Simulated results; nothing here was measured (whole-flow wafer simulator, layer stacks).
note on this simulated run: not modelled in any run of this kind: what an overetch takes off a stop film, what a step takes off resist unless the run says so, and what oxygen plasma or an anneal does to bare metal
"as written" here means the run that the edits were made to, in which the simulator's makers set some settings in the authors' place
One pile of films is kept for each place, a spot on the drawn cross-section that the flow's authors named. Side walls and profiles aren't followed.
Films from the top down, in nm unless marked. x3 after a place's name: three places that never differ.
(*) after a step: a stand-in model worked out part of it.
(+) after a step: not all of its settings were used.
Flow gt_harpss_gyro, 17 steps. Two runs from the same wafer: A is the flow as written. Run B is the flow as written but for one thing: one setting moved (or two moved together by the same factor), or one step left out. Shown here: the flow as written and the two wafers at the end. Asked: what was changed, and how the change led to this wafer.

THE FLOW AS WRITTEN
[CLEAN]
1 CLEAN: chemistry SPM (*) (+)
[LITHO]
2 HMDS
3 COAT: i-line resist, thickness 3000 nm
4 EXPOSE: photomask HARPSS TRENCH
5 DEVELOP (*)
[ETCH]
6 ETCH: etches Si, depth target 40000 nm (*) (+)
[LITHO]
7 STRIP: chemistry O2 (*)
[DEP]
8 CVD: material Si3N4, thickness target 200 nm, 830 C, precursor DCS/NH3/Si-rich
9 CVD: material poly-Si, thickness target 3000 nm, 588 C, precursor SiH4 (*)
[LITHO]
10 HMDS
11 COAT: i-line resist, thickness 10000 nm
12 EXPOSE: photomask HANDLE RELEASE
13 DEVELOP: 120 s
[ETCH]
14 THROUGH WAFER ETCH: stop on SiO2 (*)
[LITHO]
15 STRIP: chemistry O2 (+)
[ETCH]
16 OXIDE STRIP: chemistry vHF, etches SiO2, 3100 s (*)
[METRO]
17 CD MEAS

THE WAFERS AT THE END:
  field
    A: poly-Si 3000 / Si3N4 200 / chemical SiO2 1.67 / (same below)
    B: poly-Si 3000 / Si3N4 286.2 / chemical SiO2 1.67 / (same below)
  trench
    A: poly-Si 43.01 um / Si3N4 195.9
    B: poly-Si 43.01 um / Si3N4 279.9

The cause: step 8, CVD: thickness target 286.2 nm was run, where the flow has thickness target 200 nm.
It can be read off the wafer: field has Si3N4 286.2, and step 8 as written asks for 200 nm.

How the change led to this, step by step:
  8 CVD: material Si3N4, thickness target 200 nm, 830 C, precursor DCS/NH3/Si-rich
      field: A Si3N4 +200 (new film) | B Si3N4 +286.2 (new film)
      trench: A Si3N4 +195.9 (new film) | B Si3N4 +279.9 (new film)
